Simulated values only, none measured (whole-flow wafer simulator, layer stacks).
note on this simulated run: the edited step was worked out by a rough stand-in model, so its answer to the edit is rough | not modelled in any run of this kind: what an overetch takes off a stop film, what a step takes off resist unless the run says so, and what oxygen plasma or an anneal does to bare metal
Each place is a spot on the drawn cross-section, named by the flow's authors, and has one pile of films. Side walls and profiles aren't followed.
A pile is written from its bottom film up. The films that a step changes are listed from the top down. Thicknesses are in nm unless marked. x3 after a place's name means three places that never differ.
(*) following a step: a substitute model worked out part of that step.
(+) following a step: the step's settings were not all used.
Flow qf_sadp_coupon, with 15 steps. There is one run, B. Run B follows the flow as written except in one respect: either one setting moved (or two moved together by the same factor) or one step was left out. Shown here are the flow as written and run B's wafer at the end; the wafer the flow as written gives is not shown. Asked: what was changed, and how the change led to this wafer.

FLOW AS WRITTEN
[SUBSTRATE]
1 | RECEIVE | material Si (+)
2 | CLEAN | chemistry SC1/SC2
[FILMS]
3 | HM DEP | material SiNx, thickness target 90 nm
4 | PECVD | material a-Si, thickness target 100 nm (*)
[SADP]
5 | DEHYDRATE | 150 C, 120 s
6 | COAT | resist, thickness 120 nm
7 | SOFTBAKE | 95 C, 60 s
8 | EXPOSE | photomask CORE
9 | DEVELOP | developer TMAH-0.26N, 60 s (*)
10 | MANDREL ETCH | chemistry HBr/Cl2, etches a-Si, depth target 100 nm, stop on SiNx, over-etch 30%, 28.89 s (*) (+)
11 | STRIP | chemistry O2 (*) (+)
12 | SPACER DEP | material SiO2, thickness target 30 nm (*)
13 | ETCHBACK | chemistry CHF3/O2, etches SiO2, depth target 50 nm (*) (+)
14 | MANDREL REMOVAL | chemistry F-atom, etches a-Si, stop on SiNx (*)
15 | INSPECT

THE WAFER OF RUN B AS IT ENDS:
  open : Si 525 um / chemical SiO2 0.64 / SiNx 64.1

What caused this: step 10, MANDREL ETCH: over-etch 48% was run, while the flow as written has over-etch 30%.

Step by step, how the change led to this:
  10 | MANDREL ETCH | chemistry HBr/Cl2, etches a-Si, depth target 100 nm, stop on SiNx, over-etch 30%, 28.89 s (*) (+)
      m: -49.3 resist (in the flow as written it would be: -43.3 resist)
      open: -100 a-Si (all of it), -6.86 SiNx (in the flow as written it would be: -100 a-Si (all of it), -4.29 SiNx)
  11 | STRIP | chemistry O2 (*) (+)
      m: +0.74 chemical SiO2 (new film), -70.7 resist (all of it), -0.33 a-Si (in the flow as written it would be: +0.74 chemical SiO2 (new film), -76.7 resist (all of it), -0.32 a-Si)
